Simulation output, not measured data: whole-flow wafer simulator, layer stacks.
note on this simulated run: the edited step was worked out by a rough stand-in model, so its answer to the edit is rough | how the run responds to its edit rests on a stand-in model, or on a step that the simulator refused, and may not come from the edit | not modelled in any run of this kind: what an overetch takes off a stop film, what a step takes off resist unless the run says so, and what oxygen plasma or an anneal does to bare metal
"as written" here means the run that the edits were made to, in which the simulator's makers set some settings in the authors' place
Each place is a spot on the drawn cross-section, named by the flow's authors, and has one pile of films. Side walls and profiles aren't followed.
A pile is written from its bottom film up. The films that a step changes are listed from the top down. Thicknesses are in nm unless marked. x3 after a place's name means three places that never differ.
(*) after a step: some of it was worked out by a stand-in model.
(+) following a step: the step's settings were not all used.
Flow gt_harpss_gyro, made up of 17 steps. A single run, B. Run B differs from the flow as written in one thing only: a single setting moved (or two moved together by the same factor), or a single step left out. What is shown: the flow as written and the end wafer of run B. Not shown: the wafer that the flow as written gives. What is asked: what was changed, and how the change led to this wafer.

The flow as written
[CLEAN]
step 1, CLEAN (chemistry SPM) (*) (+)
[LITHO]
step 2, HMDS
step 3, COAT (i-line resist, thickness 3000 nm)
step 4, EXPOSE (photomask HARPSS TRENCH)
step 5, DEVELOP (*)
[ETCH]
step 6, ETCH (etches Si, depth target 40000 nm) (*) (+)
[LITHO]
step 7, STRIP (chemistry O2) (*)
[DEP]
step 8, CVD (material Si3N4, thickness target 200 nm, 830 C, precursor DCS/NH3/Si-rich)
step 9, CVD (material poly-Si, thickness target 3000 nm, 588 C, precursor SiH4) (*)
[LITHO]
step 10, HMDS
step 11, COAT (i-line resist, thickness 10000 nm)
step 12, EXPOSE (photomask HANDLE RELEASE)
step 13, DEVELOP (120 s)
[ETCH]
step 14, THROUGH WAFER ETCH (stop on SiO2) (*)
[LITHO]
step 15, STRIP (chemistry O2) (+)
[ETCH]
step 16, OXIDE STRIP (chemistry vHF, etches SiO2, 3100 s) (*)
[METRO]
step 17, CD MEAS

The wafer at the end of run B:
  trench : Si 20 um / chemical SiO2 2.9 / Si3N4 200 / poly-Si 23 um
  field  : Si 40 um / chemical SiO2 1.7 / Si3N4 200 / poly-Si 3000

The reason: step 6, ETCH: depth target 20000 nm was run, while the flow as written has depth target 40000 nm.

How this came from the change, step by step:
  step 6, ETCH (etches Si, depth target 40000 nm) (*) (+)
      trench: chemical SiO2 loses 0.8 (all of it), Si loses 20 um (in the flow as written it would be: chemical SiO2 loses 0.8 (all of it), Si loses 40 um (all of it))
      field: i-line resist loses 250 (in the flow as written it would be: i-line resist loses 500)
  step 7, STRIP (chemistry O2) (*)
      trench: chemical SiO2 gains 2.9 (new film), Si loses 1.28 (in the flow as written it would be: nothing)
      field: i-line resist loses 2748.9 (all of it), chemical SiO2 gains 0.9, Si loses 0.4 (in the flow as written it would be: i-line resist loses 2498.9 (all of it), chemical SiO2 gains 0.87, Si loses 0.38)
  step 8, CVD (material Si3N4, thickness target 200 nm, 830 C, precursor DCS/NH3/Si-rich)
      trench: Si3N4 gains 200 (new film) (in the flow as written it would be: Si3N4 gains 195.9 (new film))
  step 9, CVD (material poly-Si, thickness target 3000 nm, 588 C, precursor SiH4) (*)
      trench: poly-Si gains 23 um (new film) (in the flow as written it would be: poly-Si gains 43.01 um (new film))
